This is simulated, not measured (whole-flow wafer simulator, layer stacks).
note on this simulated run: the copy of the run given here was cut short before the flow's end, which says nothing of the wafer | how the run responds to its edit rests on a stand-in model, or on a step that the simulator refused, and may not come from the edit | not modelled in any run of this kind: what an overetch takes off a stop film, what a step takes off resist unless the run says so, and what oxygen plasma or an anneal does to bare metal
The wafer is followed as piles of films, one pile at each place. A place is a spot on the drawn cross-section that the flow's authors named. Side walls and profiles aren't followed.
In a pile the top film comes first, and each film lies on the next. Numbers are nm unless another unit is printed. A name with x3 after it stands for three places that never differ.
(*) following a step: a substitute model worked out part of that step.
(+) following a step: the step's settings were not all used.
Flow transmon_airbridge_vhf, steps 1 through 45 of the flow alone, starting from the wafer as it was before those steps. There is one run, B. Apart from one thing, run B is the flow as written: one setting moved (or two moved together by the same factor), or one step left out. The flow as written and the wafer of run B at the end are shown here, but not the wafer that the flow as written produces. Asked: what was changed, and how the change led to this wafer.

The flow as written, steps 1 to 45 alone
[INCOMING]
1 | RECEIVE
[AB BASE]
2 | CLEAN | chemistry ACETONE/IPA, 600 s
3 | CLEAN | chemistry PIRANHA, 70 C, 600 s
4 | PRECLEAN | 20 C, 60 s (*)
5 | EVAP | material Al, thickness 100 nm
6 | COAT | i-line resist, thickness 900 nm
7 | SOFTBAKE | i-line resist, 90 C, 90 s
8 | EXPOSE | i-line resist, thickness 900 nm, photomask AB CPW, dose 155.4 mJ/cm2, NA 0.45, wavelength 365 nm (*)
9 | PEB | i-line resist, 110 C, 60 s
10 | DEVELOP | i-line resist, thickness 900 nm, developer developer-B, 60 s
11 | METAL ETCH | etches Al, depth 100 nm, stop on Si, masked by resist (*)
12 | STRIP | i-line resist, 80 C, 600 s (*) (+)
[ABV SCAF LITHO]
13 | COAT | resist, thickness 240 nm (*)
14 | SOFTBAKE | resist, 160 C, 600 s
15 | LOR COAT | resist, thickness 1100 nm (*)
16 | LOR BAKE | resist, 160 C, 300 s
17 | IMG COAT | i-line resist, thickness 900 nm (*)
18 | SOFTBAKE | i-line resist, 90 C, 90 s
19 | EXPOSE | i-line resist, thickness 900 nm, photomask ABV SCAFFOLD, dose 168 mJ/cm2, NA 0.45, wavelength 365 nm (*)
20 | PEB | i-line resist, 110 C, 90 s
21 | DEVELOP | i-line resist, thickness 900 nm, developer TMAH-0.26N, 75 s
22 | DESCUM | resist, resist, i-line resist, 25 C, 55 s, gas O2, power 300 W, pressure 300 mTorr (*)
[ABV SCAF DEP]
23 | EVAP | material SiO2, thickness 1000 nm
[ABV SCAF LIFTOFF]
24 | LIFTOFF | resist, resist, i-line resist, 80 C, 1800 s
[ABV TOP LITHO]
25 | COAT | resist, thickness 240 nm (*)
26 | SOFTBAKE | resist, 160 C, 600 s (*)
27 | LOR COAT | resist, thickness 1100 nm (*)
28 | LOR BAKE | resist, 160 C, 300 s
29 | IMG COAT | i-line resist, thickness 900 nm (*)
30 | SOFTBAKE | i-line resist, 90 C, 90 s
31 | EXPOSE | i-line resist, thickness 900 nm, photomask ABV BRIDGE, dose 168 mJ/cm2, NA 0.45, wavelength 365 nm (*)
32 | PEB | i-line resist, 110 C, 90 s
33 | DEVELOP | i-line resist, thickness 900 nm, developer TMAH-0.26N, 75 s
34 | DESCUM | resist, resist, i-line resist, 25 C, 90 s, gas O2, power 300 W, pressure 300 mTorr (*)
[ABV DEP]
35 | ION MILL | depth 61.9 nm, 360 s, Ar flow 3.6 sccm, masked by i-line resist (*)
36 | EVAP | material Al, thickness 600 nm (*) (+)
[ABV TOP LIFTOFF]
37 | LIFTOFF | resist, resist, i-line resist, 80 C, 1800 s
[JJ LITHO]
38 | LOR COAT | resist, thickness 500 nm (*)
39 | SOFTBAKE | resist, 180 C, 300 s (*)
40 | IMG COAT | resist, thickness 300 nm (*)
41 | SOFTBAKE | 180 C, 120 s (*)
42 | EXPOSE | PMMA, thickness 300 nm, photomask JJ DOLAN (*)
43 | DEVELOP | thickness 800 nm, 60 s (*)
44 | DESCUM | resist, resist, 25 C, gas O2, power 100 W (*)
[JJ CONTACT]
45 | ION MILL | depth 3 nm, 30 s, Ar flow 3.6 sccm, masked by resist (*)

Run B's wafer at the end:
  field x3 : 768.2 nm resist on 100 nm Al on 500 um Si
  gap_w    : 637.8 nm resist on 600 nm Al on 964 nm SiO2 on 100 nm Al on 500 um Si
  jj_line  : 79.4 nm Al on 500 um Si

The reason: step 11, METAL ETCH: etches Al, depth 100 nm, stop on Si, masked by resist (*), was skipped.

How this came from the change, step by step:
  12 | STRIP | i-line resist, 80 C, 600 s (*) (+)
      ground_far, pad_w, flank_w and 8 more: i-line resist loses 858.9 (all of it) (it would be, as written: i-line resist loses 808.9 (all of it))
  13 | COAT | resist, thickness 240 nm (*)
      flank_w, flank_e: resist gains 240 (new film) (it would be, as written: resist gains 222.3 (new film))
      gap_w, gap_e: resist gains 240 (new film) (it would be, as written: resist gains 251.7 (new film))
  15 | LOR COAT | resist, thickness 1100 nm (*)
      gap_w, gap_e: resist gains 1100 (it would be, as written: resist gains 1129.7)
  17 | IMG COAT | i-line resist, thickness 900 nm (*)
      gap_w, gap_e: i-line resist gains 900 (new film) (it would be, as written: i-line resist gains 926.7 (new film))
  20 | PEB | i-line resist, 110 C, 90 s
      gap_w, gap_e: i-line resist loses 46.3 (it would be, as written: i-line resist loses 47.7)
  21 | DEVELOP | i-line resist, thickness 900 nm, developer TMAH-0.26N, 75 s
      gap_w, gap_e: i-line resist loses 853.7 (all of it), resist loses 1100 (it would be, as written: i-line resist loses 879.1 (all of it), resist loses 1129.7)
  22 | DESCUM | resist, resist, i-line resist, 25 C, 55 s, gas O2, power 300 W, pressure 300 mTorr (*)
      flank_w, flank_e: resist loses 240 (all of it) (it would be, as written: resist loses 222.3 (all of it))
      gap_w, gap_e: resist loses 240 (all of it) (it would be, as written: resist loses 251.7 (all of it))
  25 | COAT | resist, thickness 240 nm (*)
      flank_w, flank_e: resist gains 167.2 (new film) (it would be, as written: resist gains 152.6 (new film))
      gap_w, gap_e: resist gains 199.9 (new film) (it would be, as written: resist gains 210.7 (new film))
      (also at 1 further place)
  27 | LOR COAT | resist, thickness 1100 nm (*)
      gap_w, gap_e: resist gains 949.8 (it would be, as written: resist gains 977.8)
      flank_w: resist gains 842 (it would be, as written: resist gains 822.6)
      (also at 1 further place)
  29 | IMG COAT | i-line resist, thickness 900 nm (*)
      gap_w, gap_e: i-line resist gains 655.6 (new film) (it would be, as written: i-line resist gains 681.7 (new film))
  32 | PEB | i-line resist, 110 C, 90 s
      gap_w, gap_e: i-line resist loses 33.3 (it would be, as written: i-line resist loses 34.7)
  33 | DEVELOP | i-line resist, thickness 900 nm, developer TMAH-0.26N, 75 s
      gap_w, gap_e: i-line resist loses 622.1 (all of it), resist loses 949.8 (it would be, as written: i-line resist loses 646.9 (all of it), resist loses 977.8)
      flank_w: i-line resist loses 703.5 (all of it), resist loses 842 (it would be, as written: i-line resist loses 710.9 (all of it), resist loses 822.6)
      (also at 1 further place)
  34 | DESCUM | resist, resist, i-line resist, 25 C, 90 s, gas O2, power 300 W, pressure 300 mTorr (*)
      flank_w, flank_e: resist loses 167.2 (all of it) (it would be, as written: resist loses 152.6 (all of it))
      gap_w, gap_e: resist loses 199.9 (all of it) (it would be, as written: resist loses 210.7 (all of it))
      (also at 1 further place)
  38 | LOR COAT | resist, thickness 500 nm (*)
      flank_w, flank_e: resist gains 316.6 (new film) (it would be, as written: resist gains 306.5 (new film))
      gap_w, gap_e: resist gains 433.2 (new film) (it would be, as written: resist gains 450.7 (new film))
  40 | IMG COAT | resist, thickness 300 nm (*)
      flank_w, flank_e: resist gains 223.7 (it would be, as written: resist gains 212.1)
      gap_w, gap_e: resist gains 236.3 (it would be, as written: resist gains 245.7)
  45 | ION MILL | depth 3 nm, 30 s, Ar flow 3.6 sccm, masked by resist (*)
      jj_line: Al loses 20.6 (it would be, as written: Si loses 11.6)
If metal films that touch count as one body, field x3 has 1 body; the flow as written gives 0 bodies.
If metal films that touch count as one body, gap_w has 2 bodies (between them, from the top down: SiO2 964); the flow as written gives 1 body.
If metal films that touch count as one body, jj_line has 1 body; the flow as written gives 0 bodies.
